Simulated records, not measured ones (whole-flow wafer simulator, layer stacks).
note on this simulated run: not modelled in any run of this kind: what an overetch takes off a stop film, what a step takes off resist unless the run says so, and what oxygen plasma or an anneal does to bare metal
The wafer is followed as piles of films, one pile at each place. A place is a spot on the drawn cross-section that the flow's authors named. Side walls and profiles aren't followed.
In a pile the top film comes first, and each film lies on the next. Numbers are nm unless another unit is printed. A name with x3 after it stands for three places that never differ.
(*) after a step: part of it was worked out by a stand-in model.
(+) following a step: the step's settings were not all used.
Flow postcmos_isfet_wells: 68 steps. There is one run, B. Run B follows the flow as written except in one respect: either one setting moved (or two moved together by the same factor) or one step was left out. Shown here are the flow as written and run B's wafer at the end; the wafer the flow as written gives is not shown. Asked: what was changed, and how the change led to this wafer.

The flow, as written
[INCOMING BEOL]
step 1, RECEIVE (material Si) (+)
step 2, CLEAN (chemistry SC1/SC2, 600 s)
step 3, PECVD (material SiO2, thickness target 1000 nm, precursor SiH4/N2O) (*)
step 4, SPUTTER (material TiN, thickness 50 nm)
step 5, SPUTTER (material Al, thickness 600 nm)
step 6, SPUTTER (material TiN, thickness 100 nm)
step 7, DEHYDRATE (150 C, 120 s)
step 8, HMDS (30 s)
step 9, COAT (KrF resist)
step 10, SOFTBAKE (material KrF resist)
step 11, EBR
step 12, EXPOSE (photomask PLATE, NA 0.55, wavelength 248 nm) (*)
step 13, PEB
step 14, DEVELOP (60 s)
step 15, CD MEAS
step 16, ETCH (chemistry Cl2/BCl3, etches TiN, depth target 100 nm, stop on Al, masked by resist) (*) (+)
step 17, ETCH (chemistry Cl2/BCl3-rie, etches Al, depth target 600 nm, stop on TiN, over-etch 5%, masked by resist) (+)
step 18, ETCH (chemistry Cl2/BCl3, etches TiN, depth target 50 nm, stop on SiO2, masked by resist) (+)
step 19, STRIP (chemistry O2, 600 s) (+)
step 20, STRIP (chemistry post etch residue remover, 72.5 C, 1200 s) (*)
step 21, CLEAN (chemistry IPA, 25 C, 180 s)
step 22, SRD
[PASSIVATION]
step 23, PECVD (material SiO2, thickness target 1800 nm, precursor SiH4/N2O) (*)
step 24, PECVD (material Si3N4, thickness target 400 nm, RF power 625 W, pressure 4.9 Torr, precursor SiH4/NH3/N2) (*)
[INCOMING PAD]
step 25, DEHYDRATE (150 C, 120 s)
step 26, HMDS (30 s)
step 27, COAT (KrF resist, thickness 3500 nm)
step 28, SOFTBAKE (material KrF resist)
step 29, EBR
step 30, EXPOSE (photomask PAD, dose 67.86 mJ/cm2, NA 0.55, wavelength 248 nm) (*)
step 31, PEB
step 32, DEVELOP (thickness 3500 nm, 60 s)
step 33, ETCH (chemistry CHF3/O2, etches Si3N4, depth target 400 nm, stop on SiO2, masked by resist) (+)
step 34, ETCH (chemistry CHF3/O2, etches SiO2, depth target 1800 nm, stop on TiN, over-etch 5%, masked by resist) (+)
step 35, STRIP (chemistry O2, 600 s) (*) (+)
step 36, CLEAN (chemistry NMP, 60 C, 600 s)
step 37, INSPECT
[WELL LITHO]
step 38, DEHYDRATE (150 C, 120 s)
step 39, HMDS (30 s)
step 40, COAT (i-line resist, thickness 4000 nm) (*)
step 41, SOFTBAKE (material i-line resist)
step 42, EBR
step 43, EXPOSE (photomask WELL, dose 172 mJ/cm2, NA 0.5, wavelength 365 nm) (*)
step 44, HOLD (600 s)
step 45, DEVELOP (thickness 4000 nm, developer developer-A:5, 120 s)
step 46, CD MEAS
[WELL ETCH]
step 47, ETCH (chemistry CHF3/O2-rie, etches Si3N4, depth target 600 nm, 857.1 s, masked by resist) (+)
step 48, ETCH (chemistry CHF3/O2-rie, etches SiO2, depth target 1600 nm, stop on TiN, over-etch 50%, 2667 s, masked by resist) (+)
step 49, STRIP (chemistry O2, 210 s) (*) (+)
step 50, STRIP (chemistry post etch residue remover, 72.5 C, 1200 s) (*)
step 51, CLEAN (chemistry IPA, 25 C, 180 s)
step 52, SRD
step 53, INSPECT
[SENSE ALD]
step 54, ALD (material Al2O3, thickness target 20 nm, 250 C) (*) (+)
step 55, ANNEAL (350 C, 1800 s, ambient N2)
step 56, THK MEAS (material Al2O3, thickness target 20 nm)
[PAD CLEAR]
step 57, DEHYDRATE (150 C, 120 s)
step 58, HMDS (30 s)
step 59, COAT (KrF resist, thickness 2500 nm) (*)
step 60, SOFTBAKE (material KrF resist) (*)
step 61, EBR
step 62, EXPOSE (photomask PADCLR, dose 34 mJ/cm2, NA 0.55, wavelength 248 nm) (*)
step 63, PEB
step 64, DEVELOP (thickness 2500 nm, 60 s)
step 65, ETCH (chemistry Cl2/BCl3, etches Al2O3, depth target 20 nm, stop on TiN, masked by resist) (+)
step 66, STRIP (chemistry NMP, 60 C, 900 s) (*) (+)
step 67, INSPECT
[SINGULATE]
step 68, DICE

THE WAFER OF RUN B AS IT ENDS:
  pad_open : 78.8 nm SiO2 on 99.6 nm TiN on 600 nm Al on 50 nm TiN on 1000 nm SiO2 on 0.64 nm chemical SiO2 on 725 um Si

What caused this: step 33, ETCH: depth target 325 nm was run, while the flow as written has depth target 400 nm.

How this came from the change, step by step:
  step 33, ETCH (chemistry CHF3/O2, etches Si3N4, depth target 400 nm, stop on SiO2, masked by resist) (+)
      pad_open: Si3N4 loses 325 (in the flow as written it would be: Si3N4 loses 400 (all of it))
      field, margin, well900, well1300 x3, pad_rim, pad_clr: KrF resist loses 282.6 (in the flow as written it would be: KrF resist loses 347.8)
  step 34, ETCH (chemistry CHF3/O2, etches SiO2, depth target 1800 nm, stop on TiN, over-etch 5%, masked by resist) (+)
      pad_open: Si3N4 loses 75 (all of it), SiO2 loses 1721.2 (in the flow as written it would be: SiO2 loses 1800 (all of it))
  step 35, STRIP (chemistry O2, 600 s) (*) (+)
      field, margin, well900, well1300 x3, pad_rim, pad_clr: KrF resist loses 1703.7 (all of it) (in the flow as written it would be: KrF resist loses 1638.4 (all of it))
  step 41, SOFTBAKE (material i-line resist)
      pad_clr: i-line resist loses 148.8 (in the flow as written it would be: i-line resist loses 156.7)
      pad_open: i-line resist gains 111.8 (in the flow as written it would be: i-line resist gains 115.3)
